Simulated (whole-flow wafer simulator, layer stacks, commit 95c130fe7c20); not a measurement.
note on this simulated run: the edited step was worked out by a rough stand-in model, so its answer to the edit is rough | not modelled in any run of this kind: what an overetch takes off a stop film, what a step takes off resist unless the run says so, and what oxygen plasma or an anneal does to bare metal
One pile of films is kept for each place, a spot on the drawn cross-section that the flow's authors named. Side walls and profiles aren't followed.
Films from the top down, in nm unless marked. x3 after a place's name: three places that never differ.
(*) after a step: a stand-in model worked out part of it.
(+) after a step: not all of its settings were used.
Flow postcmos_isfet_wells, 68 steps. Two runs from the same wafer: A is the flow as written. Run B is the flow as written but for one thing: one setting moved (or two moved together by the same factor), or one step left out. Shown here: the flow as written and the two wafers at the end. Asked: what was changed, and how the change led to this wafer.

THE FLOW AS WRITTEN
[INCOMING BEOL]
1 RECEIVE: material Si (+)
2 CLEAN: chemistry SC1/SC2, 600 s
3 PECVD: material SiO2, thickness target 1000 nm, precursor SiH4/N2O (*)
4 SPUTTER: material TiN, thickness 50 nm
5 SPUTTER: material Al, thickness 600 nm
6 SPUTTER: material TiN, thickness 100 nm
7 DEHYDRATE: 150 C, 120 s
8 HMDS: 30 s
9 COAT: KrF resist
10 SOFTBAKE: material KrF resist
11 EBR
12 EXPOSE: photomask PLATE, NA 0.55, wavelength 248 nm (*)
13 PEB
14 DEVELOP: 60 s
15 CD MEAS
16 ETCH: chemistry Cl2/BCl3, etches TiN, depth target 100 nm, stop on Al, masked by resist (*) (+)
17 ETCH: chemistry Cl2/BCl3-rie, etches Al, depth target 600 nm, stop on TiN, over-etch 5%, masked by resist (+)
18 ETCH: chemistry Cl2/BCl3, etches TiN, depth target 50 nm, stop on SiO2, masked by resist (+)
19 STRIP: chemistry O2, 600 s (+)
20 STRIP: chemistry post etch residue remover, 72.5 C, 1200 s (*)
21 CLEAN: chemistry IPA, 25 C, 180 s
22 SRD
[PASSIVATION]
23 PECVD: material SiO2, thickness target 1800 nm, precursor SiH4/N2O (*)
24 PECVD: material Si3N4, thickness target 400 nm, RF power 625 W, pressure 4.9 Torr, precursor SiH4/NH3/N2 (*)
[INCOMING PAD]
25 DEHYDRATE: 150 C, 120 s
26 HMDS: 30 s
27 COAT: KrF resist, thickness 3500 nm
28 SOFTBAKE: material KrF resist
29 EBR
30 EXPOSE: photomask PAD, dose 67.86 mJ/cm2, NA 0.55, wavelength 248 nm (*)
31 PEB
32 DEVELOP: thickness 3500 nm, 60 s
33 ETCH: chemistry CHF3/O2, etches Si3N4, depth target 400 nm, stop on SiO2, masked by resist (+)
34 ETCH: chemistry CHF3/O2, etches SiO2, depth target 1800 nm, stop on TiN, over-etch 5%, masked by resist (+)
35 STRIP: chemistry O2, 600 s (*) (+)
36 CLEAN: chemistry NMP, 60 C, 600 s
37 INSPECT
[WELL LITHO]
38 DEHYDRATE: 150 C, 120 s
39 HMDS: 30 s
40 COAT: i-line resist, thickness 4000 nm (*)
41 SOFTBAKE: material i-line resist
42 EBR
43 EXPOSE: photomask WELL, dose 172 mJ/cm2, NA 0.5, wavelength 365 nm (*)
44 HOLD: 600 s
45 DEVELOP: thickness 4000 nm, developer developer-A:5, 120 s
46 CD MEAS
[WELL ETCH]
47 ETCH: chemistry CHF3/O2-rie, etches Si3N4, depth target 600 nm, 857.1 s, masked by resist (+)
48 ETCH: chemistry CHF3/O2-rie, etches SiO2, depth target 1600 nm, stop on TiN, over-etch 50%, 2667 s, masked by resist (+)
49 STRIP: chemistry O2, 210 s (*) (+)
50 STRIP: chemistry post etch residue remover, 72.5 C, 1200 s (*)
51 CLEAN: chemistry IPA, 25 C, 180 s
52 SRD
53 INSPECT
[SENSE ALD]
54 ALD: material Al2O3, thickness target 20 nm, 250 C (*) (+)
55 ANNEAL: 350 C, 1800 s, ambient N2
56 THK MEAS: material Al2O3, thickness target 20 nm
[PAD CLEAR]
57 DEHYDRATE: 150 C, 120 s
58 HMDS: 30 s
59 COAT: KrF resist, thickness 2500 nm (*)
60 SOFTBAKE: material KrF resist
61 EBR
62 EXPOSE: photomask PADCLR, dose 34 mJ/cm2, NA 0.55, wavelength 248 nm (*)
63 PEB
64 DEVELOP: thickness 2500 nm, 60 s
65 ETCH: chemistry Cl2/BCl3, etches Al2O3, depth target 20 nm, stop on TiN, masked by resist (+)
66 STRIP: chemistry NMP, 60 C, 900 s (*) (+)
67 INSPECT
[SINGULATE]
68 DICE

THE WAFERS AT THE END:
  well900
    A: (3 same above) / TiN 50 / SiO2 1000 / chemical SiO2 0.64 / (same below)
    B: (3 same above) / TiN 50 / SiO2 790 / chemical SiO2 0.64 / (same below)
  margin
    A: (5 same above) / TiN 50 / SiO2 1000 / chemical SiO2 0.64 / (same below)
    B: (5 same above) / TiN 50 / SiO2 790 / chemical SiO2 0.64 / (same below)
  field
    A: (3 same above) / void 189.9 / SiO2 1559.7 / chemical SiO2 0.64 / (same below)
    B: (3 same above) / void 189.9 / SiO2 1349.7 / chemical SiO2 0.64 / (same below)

The cause: step 3, PECVD: thickness target 790 nm was run, where the flow has thickness target 1000 nm.
It can be read off the wafer: well900 has SiO2 790, and step 3 as written asks for 1000 nm.

How the change led to this, step by step:
  3 PECVD: material SiO2, thickness target 1000 nm, precursor SiH4/N2O (*)
      field, margin, well900, well1300 x3, pad_rim, pad_clr, pad_open: A SiO2 +1000 (new film) | B SiO2 +790 (new film)
